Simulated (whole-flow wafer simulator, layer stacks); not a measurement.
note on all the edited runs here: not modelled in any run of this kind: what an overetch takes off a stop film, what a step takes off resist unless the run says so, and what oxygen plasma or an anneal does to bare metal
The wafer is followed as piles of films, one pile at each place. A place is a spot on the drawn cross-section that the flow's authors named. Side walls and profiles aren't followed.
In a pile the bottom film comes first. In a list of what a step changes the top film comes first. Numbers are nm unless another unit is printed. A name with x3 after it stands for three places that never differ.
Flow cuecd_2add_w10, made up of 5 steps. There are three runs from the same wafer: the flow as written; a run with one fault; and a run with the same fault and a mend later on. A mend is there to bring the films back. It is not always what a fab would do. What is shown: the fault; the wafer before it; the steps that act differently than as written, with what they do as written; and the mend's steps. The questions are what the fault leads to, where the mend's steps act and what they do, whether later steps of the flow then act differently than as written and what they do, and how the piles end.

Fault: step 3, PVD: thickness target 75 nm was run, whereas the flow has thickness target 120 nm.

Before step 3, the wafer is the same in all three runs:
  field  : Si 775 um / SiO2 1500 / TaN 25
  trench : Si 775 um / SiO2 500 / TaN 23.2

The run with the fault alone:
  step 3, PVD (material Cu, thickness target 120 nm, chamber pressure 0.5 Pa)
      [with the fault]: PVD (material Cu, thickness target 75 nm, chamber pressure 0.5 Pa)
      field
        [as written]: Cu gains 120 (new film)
        [with the fault]: Cu gains 75 (new film)
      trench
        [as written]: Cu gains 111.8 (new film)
        [with the fault]: Cu gains 69.8 (new film)
  Later steps of the flow that are run all act as written at every place that is followed.
  The piles end different from the flow's at field, trench by more than 2% or 0.5 nm, whichever is larger.
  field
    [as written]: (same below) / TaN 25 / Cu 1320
    [with the fault]: (same below) / TaN 25 / Cu 1275
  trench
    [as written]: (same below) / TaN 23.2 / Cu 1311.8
    [with the fault]: (same below) / TaN 23.2 / Cu 1269.8

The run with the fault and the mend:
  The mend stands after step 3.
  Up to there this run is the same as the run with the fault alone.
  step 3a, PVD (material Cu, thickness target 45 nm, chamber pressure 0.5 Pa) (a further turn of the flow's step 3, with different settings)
      field
        Cu gains 45
      trench
        Cu gains 41.8
  Later steps of the flow that are run all act as written at every place that is followed.
  When the end is reached, the piles differ only a little from the flow's at the places that both follow, at most by 2% or 0.5 nm, whichever is larger.
